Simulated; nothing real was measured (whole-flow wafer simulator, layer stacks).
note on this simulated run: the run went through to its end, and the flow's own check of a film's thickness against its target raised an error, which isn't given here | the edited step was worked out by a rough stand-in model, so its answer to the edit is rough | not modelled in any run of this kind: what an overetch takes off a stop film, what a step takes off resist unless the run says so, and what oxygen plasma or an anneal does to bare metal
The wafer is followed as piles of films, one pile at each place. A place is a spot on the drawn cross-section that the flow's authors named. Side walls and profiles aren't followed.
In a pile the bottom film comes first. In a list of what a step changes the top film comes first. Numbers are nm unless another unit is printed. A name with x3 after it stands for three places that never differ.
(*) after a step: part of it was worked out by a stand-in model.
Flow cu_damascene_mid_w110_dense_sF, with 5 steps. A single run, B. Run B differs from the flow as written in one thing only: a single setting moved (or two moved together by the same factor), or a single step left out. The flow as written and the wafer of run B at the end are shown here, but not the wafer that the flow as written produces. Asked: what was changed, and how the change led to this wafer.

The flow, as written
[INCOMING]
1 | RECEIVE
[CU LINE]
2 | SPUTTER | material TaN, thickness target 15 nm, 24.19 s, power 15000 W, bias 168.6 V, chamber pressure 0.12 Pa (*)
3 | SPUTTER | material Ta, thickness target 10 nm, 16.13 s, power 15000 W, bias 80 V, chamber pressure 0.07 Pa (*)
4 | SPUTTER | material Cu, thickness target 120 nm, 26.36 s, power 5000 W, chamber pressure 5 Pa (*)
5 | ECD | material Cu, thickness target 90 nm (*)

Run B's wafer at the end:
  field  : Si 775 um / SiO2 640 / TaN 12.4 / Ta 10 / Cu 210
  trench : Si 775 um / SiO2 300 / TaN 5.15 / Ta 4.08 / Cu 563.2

What caused this: step 2, SPUTTER: thickness target 12.4 nm was run, while the flow as written has thickness target 15 nm; step 2, SPUTTER: 19.96 s was run, where the flow has 24.19 s.
The wafer itself shows it: field has TaN 12.4, and step 2 as written asks for 15 nm.

Step by step, how the change led to this:
  2 | SPUTTER | material TaN, thickness target 15 nm, 24.19 s, power 15000 W, bias 168.6 V, chamber pressure 0.12 Pa (*)
      field: +12.4 TaN (new film) (as written it would have been: +15 TaN (new film))
      trench: +5.15 TaN (new film) (as written it would have been: +6.23 TaN (new film))
